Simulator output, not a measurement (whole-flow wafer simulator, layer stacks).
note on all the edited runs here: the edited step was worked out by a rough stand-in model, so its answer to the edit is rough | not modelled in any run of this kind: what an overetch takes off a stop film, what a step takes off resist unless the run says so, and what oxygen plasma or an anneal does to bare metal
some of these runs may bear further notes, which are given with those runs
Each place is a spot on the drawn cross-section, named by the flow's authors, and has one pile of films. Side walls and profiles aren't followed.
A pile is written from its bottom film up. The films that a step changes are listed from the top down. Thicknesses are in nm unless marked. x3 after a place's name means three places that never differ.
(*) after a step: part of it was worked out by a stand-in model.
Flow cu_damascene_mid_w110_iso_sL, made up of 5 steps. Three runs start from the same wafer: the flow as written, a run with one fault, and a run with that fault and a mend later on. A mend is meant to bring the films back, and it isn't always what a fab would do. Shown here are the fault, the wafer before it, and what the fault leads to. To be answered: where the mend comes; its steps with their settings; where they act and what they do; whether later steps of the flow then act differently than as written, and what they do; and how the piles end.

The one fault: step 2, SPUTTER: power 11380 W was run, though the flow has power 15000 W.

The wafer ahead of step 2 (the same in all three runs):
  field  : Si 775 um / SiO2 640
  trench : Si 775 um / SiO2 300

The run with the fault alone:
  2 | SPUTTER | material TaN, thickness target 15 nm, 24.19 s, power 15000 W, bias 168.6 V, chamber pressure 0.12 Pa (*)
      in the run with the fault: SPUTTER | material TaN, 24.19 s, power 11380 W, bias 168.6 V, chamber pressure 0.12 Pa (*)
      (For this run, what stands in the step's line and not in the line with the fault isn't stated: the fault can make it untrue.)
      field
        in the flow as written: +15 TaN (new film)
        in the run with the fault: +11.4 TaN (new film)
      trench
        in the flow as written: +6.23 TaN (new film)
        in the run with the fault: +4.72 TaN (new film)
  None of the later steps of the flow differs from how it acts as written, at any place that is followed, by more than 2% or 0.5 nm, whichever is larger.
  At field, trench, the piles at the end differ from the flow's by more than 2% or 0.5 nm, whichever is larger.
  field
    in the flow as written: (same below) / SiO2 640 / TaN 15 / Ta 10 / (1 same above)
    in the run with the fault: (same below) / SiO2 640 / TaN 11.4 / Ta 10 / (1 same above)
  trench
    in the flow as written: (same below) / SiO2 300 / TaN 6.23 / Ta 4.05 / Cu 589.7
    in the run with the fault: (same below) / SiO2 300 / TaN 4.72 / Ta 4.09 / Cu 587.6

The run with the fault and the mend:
  The mend stands after step 2.
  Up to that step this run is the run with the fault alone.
  2a | SPUTTER | material TaN, thickness target 3.6 nm, 5.842 s, power 15000 W, bias 168.6 V, chamber pressure 0.12 Pa (*) (the flow's step 2 again, with other settings)
      field
        +3.6 TaN
      trench
        +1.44 TaN
  None of the later steps of the flow acts differently than as written at any place that is followed.
  When the end is reached, the piles differ only a little from the flow's at the places that both follow, at most by 2% or 0.5 nm, whichever is larger.
